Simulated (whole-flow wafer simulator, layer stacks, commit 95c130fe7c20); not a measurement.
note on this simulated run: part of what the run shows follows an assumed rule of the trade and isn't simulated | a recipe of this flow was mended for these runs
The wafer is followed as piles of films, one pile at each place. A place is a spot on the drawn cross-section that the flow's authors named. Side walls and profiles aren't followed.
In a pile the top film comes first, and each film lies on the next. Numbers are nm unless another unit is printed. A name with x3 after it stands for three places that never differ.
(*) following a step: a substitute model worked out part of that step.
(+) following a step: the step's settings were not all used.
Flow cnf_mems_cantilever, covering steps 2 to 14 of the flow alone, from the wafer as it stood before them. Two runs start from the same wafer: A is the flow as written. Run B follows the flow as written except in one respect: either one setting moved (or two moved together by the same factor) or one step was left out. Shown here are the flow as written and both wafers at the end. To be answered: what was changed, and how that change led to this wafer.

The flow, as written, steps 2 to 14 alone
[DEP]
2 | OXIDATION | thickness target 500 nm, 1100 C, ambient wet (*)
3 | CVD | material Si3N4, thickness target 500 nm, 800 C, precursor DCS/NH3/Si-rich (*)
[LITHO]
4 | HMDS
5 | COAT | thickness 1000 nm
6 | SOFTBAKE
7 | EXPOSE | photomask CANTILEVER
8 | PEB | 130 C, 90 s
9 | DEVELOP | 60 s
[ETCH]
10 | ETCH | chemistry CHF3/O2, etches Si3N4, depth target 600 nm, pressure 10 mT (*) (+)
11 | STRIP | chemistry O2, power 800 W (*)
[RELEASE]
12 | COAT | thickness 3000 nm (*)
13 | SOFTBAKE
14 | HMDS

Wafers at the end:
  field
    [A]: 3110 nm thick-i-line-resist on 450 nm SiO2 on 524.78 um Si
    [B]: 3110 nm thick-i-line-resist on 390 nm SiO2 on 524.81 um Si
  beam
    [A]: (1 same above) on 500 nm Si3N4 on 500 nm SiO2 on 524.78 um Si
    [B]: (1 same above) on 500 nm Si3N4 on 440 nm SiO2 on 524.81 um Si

Cause: step 2, OXIDATION: thickness target 440 nm was run, while the flow as written has thickness target 500 nm.
One can read it off the wafer: beam has SiO2 440, and step 2 as written asks for 500 nm.

How this came from the change, step by step:
  2 | OXIDATION | thickness target 500 nm, 1100 C, ambient wet (*)
      field, beam: A +500 SiO2 (new film), -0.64 chemical SiO2 (all of it), -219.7 Si | B +440 SiO2 (new film), -0.64 chemical SiO2 (all of it), -193.3 Si
